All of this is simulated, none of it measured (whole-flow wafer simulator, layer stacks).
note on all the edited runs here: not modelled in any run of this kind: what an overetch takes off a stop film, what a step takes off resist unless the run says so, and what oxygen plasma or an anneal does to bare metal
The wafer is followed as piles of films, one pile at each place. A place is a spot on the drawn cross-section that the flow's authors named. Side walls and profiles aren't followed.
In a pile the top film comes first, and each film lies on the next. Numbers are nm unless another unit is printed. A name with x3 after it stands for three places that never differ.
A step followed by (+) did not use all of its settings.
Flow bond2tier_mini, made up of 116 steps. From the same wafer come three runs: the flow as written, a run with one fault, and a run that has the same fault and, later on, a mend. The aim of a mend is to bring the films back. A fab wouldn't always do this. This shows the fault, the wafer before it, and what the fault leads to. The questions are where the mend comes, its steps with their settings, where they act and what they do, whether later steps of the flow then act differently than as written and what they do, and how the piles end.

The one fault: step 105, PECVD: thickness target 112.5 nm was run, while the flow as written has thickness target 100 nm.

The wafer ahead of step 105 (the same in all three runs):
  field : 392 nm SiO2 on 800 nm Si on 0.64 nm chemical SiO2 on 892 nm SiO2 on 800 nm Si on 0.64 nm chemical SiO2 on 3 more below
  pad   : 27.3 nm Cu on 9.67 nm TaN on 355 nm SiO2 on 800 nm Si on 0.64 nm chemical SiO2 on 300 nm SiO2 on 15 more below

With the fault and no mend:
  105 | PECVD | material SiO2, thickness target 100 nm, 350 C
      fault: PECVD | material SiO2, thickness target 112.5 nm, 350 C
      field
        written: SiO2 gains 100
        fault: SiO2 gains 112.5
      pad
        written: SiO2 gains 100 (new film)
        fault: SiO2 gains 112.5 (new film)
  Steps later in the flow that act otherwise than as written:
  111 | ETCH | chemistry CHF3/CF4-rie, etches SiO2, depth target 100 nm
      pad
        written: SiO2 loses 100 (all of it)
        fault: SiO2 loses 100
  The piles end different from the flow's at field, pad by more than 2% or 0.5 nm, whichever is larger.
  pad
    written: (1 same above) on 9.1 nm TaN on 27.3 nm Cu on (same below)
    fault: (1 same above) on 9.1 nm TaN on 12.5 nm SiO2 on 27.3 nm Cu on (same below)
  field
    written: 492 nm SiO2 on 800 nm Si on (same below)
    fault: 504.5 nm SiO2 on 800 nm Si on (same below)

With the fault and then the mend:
  After step 110 comes the mend.
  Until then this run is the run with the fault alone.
  110a | STRIP | chemistry O2, over-ash 100% (+)
      field
        KrF resist loses 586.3 (all of it)
  110b | ETCH | chemistry CHF3/CF4-rie, etches SiO2, depth target 12.5 nm (the flow's step 62 again, with other settings)
      field, pad
        SiO2 loses 12.5
  110c | COAT | KrF resist, thickness 600 nm (the flow's step 106 again)
      field, pad
        KrF resist gains 600 (new film)
  110d | SOFTBAKE | KrF resist (the flow's step 107 again)
      alters no film at any place that is followed
  110e | EXPOSE | photomask T3PAD, NA 0.6 (the flow's step 108 again)
      alters no film at any place that is followed
  110f | PEB | KrF resist (the flow's step 109 again)
      alters no film at any place that is followed
  110g | DEVELOP | developer TMAH-0.26N, 60 s (the flow's step 110 again)
      field
        KrF resist loses 13.7
      pad
        KrF resist loses 600 (all of it)
  None of the later steps of the flow acts differently than as written at any place that is followed.
  By the end, the piles equal the flow's at every place that both follow.
